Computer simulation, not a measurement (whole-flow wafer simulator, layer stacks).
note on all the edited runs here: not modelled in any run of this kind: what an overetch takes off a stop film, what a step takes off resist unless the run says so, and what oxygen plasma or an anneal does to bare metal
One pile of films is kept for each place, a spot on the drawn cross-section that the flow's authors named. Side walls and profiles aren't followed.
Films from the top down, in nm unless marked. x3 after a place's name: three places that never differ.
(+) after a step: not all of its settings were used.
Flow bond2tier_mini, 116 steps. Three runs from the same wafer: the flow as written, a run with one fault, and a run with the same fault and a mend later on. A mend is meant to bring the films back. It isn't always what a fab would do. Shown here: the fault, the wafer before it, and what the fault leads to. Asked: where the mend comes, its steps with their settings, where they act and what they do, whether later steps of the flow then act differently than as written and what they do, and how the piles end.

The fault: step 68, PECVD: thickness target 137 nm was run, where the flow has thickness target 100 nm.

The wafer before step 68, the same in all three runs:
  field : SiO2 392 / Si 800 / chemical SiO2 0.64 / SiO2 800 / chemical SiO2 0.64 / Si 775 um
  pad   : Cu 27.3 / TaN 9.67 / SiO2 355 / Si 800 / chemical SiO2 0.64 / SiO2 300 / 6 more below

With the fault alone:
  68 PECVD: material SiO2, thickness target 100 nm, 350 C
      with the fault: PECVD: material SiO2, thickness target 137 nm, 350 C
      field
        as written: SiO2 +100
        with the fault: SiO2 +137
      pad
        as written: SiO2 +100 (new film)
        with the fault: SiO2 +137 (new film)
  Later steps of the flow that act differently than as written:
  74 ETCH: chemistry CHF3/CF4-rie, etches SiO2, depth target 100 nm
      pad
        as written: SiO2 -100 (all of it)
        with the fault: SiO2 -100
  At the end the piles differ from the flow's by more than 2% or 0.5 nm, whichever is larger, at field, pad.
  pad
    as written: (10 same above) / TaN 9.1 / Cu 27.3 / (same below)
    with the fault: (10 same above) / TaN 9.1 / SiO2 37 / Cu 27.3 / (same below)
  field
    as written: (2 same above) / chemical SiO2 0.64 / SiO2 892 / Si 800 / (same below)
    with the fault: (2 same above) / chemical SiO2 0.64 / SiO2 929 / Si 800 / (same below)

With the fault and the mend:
  The mend comes after step 73.
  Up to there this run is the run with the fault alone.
  73a STRIP: chemistry O2, over-ash 100% (+)
      field
        KrF resist -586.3 (all of it)
  73b ETCH: chemistry CHF3/CF4-rie, etches SiO2, depth target 37 nm (the flow's step 62 once more, with other settings)
      field, pad
        SiO2 -37
  73c COAT: KrF resist, thickness 600 nm (the flow's step 69 once more)
      field, pad
        KrF resist +600 (new film)
  73d SOFTBAKE: KrF resist (the flow's step 70 once more)
      changes no film at any place that is followed
  73e EXPOSE: photomask T2PAD, NA 0.6 (the flow's step 71 once more)
      changes no film at any place that is followed
  73f PEB: KrF resist (the flow's step 72 once more)
      changes no film at any place that is followed
  73g DEVELOP: developer TMAH-0.26N, 60 s (the flow's step 73 once more)
      field
        KrF resist -13.7
      pad
        KrF resist -600 (all of it)
  No later step of the flow acts differently than as written at any place that is followed.
  At the end the piles are the same as the flow's at every place that both follow.
